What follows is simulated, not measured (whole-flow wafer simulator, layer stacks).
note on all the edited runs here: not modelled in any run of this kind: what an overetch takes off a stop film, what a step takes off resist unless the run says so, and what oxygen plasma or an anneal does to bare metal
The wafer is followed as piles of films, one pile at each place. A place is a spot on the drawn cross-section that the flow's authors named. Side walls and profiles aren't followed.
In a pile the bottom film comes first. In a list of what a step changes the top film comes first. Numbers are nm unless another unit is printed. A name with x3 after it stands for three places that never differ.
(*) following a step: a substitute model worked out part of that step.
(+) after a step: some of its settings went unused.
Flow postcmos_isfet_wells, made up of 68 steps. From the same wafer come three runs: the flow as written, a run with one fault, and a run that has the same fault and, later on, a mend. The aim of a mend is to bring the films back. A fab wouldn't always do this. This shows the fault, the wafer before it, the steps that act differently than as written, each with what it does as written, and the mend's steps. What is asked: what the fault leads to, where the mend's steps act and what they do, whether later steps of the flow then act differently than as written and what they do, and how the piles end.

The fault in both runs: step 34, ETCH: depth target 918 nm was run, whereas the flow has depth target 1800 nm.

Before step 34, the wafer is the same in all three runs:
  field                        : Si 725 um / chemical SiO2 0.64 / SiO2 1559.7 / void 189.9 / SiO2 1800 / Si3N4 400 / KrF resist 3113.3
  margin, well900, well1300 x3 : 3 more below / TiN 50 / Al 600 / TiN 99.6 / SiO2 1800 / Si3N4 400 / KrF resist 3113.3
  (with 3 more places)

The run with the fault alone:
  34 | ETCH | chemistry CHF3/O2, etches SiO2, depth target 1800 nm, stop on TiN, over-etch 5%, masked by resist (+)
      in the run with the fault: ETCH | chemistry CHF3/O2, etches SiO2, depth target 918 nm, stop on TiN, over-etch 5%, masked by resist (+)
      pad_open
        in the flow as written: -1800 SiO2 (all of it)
        in the run with the fault: -918 SiO2
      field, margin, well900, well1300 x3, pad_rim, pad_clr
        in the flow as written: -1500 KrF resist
        in the run with the fault: -765 KrF resist
  Steps later in the flow that act otherwise than as written (1 other step is not shown; it differs only slightly, by no more than 2% or 0.5 nm, whichever is larger):
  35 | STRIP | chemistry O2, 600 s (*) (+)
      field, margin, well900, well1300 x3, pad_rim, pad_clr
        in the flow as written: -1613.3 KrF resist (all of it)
        in the run with the fault: -2348.3 KrF resist (all of it)
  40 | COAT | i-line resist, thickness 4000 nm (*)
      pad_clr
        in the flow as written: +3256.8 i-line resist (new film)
        in the run with the fault: +3539.4 i-line resist (new film)
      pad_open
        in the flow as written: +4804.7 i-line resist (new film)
        in the run with the fault: +4486.2 i-line resist (new film)
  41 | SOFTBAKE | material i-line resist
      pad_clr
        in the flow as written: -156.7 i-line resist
        in the run with the fault: -76 i-line resist
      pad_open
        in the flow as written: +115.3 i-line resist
        in the run with the fault: +73.1 i-line resist
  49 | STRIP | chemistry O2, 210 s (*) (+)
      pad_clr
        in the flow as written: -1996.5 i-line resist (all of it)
        in the run with the fault: -2359.7 i-line resist (all of it)
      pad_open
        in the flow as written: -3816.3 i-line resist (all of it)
        in the run with the fault: -3455.7 i-line resist (all of it)
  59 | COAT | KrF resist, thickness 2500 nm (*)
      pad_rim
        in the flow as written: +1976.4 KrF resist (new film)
        in the run with the fault: +2181.1 KrF resist (new film)
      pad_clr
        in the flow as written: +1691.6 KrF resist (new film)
        in the run with the fault: +1997 KrF resist (new film)
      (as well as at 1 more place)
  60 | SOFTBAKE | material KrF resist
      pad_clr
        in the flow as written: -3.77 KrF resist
        in the run with the fault: -2.46 KrF resist
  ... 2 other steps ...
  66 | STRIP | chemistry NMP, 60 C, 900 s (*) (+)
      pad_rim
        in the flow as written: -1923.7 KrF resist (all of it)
        in the run with the fault: -2126.6 KrF resist (all of it)
  At pad_open, the piles at the end differ from the flow's by more than 2% or 0.5 nm, whichever is larger.
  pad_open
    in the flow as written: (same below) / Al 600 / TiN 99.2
    in the run with the fault: (same below) / Al 600 / TiN 99.6 / SiO2 882

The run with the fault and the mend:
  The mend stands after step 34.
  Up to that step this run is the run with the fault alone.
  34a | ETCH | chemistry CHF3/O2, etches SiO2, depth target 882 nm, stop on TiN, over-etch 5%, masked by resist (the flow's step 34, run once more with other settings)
      field, margin, well900, well1300 x3, pad_rim, pad_clr
        -735 KrF resist
      pad_open
        -882 SiO2 (all of it)
  None of the later steps of the flow acts differently than as written at any place that is followed.
  At every place that both follow, the piles at the end match the flow's.
